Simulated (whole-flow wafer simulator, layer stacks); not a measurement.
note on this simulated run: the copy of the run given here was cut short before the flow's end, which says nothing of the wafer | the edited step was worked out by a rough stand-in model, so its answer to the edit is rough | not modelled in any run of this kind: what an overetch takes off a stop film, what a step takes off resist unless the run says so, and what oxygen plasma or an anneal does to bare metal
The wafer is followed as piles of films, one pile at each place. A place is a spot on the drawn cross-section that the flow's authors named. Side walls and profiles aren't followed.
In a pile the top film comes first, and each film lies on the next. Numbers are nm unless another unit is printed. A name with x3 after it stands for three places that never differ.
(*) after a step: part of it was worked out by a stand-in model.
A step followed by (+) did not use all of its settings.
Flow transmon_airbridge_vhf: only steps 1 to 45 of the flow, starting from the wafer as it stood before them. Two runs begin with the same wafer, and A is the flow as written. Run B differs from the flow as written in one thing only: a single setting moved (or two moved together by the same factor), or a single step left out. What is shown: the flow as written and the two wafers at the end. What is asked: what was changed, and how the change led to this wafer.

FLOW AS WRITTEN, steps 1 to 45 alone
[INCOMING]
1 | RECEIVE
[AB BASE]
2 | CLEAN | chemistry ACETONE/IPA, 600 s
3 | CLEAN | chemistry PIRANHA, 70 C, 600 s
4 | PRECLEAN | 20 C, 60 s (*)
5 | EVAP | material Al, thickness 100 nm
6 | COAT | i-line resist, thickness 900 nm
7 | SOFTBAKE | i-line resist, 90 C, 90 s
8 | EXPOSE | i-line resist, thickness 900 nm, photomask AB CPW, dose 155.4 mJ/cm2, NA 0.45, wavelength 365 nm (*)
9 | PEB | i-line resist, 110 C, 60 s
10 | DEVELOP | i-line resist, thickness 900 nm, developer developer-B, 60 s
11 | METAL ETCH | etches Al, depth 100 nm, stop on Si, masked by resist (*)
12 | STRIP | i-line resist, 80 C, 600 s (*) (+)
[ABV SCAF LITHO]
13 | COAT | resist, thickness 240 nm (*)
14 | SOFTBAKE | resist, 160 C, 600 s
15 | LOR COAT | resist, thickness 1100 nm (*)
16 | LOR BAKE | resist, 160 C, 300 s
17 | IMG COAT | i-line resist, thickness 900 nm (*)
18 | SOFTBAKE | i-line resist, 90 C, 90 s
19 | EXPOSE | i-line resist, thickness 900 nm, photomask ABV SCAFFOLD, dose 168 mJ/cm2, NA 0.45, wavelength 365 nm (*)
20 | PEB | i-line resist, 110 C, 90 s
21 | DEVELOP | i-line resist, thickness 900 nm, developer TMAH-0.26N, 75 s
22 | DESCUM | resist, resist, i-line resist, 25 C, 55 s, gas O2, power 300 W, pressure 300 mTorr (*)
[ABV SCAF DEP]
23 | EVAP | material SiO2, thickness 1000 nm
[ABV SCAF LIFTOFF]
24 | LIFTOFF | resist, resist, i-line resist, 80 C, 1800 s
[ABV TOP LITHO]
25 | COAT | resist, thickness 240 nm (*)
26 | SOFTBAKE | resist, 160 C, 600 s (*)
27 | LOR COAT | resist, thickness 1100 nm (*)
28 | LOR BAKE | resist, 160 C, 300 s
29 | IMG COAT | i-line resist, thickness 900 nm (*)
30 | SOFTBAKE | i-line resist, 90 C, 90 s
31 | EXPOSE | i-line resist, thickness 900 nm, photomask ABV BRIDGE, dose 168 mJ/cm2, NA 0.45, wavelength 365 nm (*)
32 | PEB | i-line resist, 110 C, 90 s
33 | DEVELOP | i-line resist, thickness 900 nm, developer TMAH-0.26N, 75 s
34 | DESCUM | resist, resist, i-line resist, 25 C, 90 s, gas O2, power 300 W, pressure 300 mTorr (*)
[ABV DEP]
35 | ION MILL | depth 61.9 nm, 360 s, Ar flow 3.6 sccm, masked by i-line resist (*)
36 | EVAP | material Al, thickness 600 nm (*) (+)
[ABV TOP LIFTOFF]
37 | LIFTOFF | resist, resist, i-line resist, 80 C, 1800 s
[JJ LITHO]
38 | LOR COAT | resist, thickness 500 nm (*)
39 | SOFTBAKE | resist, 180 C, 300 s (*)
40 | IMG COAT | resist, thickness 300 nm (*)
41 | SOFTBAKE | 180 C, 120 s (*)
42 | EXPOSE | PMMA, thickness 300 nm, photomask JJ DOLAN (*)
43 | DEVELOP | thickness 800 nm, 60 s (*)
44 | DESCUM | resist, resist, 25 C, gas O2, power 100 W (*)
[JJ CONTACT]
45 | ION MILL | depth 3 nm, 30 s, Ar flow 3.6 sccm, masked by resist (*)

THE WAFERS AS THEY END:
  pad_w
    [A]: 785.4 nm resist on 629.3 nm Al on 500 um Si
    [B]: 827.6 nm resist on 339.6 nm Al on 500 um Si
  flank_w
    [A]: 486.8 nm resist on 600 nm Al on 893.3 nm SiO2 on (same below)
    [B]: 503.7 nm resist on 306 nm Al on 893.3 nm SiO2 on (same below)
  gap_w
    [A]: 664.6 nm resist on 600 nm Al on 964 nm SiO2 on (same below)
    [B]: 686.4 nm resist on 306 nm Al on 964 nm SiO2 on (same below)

What caused this: step 36, EVAP: thickness 306 nm was run, while the flow as written has thickness 600 nm.
The wafer lets one read it off: flank_w has Al 306, and step 36 as written asks for 600 nm.

Step by step, how the change led to this:
  36 | EVAP | material Al, thickness 600 nm (*) (+)
      field x3, jj_line, ground_far and 10 more: A +600 Al (new film) | B +306 Al (new film)
      pad_w, pad_e: A +591.2 Al | B +301.5 Al
  37 | LIFTOFF | resist, resist, i-line resist, 80 C, 1800 s
      field x3, jj_line, trace_open_s x2: A -600 Al (all of it), -600 i-line resist (all of it), -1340 resist (all of it) | B -306 Al (all of it), -600 i-line resist (all of it), -1340 resist (all of it)
      margin_s, margin_n: A -600 Al (all of it), -318.3 i-line resist (all of it), -992 resist (all of it) | B -306 Al (all of it), -318.3 i-line resist (all of it), -992 resist (all of it)
      (as well as at 1 more place)
  38 | LOR COAT | resist, thickness 500 nm (*)
      pad_w, pad_e: A +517 resist (new film) | B +545.4 resist (new film)
      flank_w, flank_e: A +306.5 resist (new film) | B +313.4 resist (new film)
      (as well as at 6 more places)
  40 | IMG COAT | resist, thickness 300 nm (*)
      pad_w, pad_e: A +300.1 resist | B +314 resist
      flank_w, flank_e: A +212.1 resist | B +222.1 resist
      (as well as at 6 more places)
